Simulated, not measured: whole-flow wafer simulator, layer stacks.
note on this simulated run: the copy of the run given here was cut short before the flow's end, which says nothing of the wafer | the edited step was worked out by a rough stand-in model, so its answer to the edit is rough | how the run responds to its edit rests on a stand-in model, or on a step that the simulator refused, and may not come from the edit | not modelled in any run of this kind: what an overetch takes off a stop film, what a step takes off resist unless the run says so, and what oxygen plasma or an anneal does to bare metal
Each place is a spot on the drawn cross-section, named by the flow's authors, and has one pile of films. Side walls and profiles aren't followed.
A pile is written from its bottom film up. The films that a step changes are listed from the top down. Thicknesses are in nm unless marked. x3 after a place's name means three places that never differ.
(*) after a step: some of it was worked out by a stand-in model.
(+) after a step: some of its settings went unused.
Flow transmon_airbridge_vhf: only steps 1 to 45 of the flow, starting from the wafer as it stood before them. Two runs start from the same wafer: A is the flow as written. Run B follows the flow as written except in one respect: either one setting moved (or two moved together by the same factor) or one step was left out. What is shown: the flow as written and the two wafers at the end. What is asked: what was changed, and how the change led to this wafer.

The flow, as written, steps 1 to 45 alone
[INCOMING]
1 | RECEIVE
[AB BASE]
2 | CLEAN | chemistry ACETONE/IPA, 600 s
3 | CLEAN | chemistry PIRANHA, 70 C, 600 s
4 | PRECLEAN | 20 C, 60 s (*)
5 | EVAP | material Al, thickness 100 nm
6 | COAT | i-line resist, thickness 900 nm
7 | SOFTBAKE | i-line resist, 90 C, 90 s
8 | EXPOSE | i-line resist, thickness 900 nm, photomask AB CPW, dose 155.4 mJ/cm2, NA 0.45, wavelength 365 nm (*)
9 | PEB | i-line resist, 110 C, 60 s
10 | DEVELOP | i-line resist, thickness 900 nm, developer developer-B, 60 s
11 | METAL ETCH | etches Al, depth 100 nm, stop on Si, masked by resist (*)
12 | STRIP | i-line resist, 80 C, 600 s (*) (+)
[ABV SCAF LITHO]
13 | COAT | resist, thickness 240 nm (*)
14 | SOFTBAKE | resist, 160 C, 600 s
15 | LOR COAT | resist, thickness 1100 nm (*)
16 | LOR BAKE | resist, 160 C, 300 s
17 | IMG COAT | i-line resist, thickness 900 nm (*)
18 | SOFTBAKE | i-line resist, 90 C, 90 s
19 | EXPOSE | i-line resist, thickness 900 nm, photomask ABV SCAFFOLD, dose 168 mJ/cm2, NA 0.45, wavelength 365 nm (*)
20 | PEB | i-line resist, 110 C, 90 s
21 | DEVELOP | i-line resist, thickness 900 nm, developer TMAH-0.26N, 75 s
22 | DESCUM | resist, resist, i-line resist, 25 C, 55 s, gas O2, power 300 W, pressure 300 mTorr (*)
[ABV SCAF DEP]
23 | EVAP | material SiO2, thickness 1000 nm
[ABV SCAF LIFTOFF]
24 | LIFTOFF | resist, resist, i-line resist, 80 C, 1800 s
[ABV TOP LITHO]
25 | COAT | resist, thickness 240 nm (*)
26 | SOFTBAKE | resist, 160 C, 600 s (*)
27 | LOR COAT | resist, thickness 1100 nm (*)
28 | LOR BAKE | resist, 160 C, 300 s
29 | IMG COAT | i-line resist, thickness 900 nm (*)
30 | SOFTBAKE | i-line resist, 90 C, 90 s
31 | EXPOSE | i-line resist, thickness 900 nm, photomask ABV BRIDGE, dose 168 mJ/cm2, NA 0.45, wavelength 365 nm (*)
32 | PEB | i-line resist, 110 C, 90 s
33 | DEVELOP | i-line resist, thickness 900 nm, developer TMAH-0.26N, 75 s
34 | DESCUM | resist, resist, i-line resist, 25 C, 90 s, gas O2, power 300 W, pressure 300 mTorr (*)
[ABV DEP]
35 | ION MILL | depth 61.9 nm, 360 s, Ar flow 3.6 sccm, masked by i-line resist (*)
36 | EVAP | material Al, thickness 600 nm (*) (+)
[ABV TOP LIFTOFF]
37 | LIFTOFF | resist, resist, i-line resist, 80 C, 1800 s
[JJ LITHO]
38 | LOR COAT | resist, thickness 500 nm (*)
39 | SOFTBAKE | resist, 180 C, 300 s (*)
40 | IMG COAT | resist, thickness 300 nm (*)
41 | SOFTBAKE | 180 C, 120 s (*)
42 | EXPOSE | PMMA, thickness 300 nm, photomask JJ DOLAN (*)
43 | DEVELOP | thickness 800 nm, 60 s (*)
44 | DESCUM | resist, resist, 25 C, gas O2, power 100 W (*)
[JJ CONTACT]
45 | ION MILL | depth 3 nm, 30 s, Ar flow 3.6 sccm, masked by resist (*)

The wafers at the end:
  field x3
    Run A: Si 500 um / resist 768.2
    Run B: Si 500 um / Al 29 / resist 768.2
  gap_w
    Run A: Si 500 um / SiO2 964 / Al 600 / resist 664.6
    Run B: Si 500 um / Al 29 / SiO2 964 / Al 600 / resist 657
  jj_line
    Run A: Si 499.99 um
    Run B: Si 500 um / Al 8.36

What caused this: step 11, METAL ETCH: depth 71 nm was run, whereas the flow has depth 100 nm.

Step by step, how the change led to this:
  11 | METAL ETCH | etches Al, depth 100 nm, stop on Si, masked by resist (*)
      field x3, jj_line, gap_w, gap_e: A -100 Al (all of it) | B -71 Al
      ground_far, pad_w, flank_w and 8 more: A -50 i-line resist | B -35.5 i-line resist
  13 | COAT | resist, thickness 240 nm (*)
      flank_w, flank_e: A +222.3 resist (new film) | B +227 resist (new film)
  22 | DESCUM | resist, resist, i-line resist, 25 C, 55 s, gas O2, power 300 W, pressure 300 mTorr (*)
      flank_w, flank_e: A -222.3 resist (all of it) | B -227 resist (all of it)
  45 | ION MILL | depth 3 nm, 30 s, Ar flow 3.6 sccm, masked by resist (*)
      jj_line: A -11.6 Si | B -20.6 Al
With metal films that touch counted as one body, field x3 has 1 body; the flow as written gives 0 bodies.
With metal films that touch counted as one body, gap_w has 2 bodies (between them, from the top down: SiO2 964); the flow as written gives 1 body.
With metal films that touch counted as one body, jj_line has 1 body; the flow as written gives 0 bodies.
